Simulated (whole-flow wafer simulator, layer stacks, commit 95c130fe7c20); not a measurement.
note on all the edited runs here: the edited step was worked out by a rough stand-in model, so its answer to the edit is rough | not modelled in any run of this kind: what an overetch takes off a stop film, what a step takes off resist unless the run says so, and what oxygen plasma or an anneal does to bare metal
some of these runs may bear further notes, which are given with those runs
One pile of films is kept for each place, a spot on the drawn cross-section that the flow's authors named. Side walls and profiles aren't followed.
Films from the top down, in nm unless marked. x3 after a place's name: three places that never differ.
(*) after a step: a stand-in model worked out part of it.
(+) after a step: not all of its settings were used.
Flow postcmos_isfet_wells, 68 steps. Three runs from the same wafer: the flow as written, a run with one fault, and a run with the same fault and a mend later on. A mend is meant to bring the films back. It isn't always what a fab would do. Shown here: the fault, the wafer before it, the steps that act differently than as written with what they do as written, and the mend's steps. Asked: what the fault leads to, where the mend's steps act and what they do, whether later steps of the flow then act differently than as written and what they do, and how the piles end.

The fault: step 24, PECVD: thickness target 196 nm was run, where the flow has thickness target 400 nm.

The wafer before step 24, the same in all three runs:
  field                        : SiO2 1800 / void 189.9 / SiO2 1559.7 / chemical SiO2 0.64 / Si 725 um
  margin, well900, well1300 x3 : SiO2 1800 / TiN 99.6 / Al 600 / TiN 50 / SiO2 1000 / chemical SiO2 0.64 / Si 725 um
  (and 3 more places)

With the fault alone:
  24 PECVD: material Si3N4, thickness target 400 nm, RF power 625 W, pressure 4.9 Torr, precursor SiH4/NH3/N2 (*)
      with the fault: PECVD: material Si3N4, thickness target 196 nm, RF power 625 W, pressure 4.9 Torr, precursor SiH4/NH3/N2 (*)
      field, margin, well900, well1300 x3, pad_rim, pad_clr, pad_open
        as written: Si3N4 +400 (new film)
        with the fault: Si3N4 +196 (new film)
  Later steps of the flow that act differently than as written (2 more steps differ only slightly, by at most 2% or 0.5 nm, whichever is larger, and aren't shown):
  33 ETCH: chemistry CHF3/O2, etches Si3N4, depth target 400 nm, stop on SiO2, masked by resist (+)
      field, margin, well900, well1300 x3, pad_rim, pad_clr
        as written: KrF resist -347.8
        with the fault: KrF resist -255.7
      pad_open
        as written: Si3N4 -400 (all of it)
        with the fault: Si3N4 -196 (all of it)
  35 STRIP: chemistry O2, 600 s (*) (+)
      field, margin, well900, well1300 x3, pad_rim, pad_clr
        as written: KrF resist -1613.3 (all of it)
        with the fault: KrF resist -1705.5 (all of it)
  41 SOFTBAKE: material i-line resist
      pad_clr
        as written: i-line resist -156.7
        with the fault: i-line resist -136.4
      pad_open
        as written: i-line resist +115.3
        with the fault: i-line resist +106.2
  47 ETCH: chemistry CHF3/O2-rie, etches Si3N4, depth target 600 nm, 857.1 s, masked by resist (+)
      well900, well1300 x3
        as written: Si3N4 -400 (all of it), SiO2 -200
        with the fault: Si3N4 -196 (all of it), SiO2 -404
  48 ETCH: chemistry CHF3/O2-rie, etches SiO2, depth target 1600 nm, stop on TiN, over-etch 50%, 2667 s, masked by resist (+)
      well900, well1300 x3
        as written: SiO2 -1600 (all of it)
        with the fault: SiO2 -1396 (all of it)
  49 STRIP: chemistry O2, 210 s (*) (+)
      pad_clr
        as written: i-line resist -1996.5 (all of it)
        with the fault: i-line resist -2080.5 (all of it)
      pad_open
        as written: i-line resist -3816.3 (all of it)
        with the fault: i-line resist -3734 (all of it)
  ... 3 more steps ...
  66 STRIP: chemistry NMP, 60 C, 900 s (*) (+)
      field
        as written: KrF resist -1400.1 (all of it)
        with the fault: KrF resist -1496.9 (all of it)
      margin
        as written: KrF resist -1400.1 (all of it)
        with the fault: KrF resist -1496.8 (all of it)
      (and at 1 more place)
  At the end the piles differ from the flow's by more than 2% or 0.5 nm, whichever is larger, at field, margin, pad_rim, pad_clr.
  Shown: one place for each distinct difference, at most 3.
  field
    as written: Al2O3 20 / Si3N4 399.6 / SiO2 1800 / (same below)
    with the fault: Al2O3 20 / Si3N4 195.6 / SiO2 1800 / (same below)
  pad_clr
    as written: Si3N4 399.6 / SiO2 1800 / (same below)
    with the fault: Si3N4 195.6 / SiO2 1800 / (same below)

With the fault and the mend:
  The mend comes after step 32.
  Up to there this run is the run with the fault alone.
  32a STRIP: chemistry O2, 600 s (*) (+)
      field, margin, well900, well1300 x3, pad_rim, pad_clr
        KrF resist -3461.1 (all of it)
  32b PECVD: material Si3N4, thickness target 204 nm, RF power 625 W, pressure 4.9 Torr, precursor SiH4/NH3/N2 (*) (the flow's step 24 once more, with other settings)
      field, margin, well900, well1300 x3, pad_rim, pad_clr, pad_open
        Si3N4 +204
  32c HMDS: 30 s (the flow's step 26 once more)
      changes no film at any place that is followed
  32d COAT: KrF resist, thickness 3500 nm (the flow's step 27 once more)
      field, margin, well900, well1300 x3, pad_rim, pad_clr, pad_open
        KrF resist +3500 (new film)
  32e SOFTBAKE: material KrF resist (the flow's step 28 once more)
      changes no film at any place that is followed
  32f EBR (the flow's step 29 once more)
      changes no film at any place that is followed
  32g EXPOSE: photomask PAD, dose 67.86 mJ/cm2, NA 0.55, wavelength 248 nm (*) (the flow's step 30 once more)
      changes no film at any place that is followed
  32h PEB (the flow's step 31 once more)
      field, margin, well900, well1300 x3, pad_rim, pad_clr, pad_open
        KrF resist -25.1
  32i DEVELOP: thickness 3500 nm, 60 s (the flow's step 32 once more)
      field, margin, well900, well1300 x3, pad_rim, pad_clr
        KrF resist -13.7
      pad_open
        KrF resist -3474.9 (all of it)
  No later step of the flow acts differently than as written at any place that is followed.
  At the end the piles are the same as the flow's at every place that both follow.
